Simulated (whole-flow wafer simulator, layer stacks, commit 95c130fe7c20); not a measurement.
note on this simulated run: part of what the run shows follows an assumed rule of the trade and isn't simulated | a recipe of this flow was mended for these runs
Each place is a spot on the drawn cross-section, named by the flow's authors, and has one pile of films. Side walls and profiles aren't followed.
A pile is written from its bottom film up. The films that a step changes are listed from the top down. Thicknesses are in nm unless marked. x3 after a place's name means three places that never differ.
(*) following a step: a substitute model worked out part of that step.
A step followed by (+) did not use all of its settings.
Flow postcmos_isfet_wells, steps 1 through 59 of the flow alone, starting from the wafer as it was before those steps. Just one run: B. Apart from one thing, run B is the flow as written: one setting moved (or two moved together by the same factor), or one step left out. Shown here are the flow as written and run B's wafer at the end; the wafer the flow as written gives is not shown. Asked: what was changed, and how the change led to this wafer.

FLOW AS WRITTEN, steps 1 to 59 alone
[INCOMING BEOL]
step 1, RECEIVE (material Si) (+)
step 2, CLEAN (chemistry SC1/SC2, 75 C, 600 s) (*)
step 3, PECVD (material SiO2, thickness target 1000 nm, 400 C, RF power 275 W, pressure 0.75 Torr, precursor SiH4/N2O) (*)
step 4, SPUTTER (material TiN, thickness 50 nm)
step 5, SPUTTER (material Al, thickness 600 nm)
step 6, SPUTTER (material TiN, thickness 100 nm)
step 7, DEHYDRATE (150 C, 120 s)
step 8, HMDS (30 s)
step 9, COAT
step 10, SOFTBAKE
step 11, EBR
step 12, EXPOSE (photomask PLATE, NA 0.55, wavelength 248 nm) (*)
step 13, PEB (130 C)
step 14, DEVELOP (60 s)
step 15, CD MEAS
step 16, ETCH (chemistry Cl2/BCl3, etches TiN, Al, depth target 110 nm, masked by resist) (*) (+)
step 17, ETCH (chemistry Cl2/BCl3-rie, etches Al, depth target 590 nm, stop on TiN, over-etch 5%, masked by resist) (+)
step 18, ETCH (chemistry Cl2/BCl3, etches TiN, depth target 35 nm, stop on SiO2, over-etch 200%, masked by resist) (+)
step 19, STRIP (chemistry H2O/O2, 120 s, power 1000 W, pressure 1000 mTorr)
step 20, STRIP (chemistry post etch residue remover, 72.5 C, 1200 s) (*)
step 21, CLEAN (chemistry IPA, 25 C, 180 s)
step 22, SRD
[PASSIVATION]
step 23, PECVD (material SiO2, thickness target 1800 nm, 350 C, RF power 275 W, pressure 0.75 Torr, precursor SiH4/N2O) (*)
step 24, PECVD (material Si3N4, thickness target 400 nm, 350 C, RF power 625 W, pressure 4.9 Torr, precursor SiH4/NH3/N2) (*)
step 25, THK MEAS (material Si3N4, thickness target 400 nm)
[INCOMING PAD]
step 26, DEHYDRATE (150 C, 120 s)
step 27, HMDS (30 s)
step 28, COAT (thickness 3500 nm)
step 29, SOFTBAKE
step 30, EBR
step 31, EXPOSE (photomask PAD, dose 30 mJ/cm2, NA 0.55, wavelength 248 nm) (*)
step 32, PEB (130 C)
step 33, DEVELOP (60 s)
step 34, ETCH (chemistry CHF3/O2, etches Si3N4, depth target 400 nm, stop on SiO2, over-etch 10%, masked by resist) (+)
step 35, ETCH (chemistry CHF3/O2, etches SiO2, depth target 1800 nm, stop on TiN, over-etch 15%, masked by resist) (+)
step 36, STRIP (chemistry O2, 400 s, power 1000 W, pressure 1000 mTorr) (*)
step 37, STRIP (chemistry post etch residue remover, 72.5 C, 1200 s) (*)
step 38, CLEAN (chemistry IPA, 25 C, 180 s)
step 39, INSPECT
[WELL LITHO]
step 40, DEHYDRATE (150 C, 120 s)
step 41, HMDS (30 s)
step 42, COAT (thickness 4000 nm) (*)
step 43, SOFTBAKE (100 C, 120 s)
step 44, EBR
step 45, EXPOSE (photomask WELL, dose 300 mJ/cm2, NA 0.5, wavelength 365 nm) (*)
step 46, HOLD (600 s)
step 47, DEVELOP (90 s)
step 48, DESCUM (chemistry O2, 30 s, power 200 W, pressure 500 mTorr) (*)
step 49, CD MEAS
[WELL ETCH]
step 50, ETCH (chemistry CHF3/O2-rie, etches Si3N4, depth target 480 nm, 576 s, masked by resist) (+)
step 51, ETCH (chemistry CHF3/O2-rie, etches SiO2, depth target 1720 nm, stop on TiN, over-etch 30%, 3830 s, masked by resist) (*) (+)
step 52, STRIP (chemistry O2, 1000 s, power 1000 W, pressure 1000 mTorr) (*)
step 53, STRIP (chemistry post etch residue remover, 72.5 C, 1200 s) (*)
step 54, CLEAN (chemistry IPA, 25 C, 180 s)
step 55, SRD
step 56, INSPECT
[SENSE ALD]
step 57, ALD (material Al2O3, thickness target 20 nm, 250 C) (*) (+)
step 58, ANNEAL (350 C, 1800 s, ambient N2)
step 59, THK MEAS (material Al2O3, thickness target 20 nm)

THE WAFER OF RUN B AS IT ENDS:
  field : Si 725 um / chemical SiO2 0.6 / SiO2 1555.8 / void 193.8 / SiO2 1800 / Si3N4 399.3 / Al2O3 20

The reason: step 17, ETCH: depth target 496 nm was run, while the flow as written has depth target 590 nm.

How this came from the change, step by step:
  step 17, ETCH (chemistry Cl2/BCl3-rie, etches Al, depth target 590 nm, stop on TiN, over-etch 5%, masked by resist) (+)
      field: Al loses 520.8 (it would be, as written: Al loses 590 (all of it), TiN loses 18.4)
      margin x2, well900 x4, pad_clr, pad_open: thick-KrF-resist loses 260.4 (it would be, as written: thick-KrF-resist loses 309.8)
  step 18, ETCH (chemistry Cl2/BCl3, etches TiN, depth target 35 nm, stop on SiO2, over-etch 200%, masked by resist) (+)
      field: Al loses 69.2 (all of it), TiN loses 50 (all of it), SiO2 loses 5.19 (it would be, as written: TiN loses 31.6 (all of it), SiO2 loses 14.7)
      margin x2, well900 x4, pad_clr, pad_open: thick-KrF-resist loses 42 (it would be, as written: thick-KrF-resist loses 37.9)
  step 19, STRIP (chemistry H2O/O2, 120 s, power 1000 W, pressure 1000 mTorr)
      margin x2, well900 x4, pad_clr, pad_open: thick-KrF-resist loses 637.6 (all of it) (it would be, as written: thick-KrF-resist loses 592.4 (all of it))
  step 23, PECVD (material SiO2, thickness target 1800 nm, 350 C, RF power 275 W, pressure 0.75 Torr, precursor SiH4/N2O) (*)
      field: SiO2 gains 1800 (new film), void gains 193.8 (new film), SiO2 gains 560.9 (it would be, as written: SiO2 gains 1800 (new film), void gains 201.1 (new film), SiO2 gains 563.2)
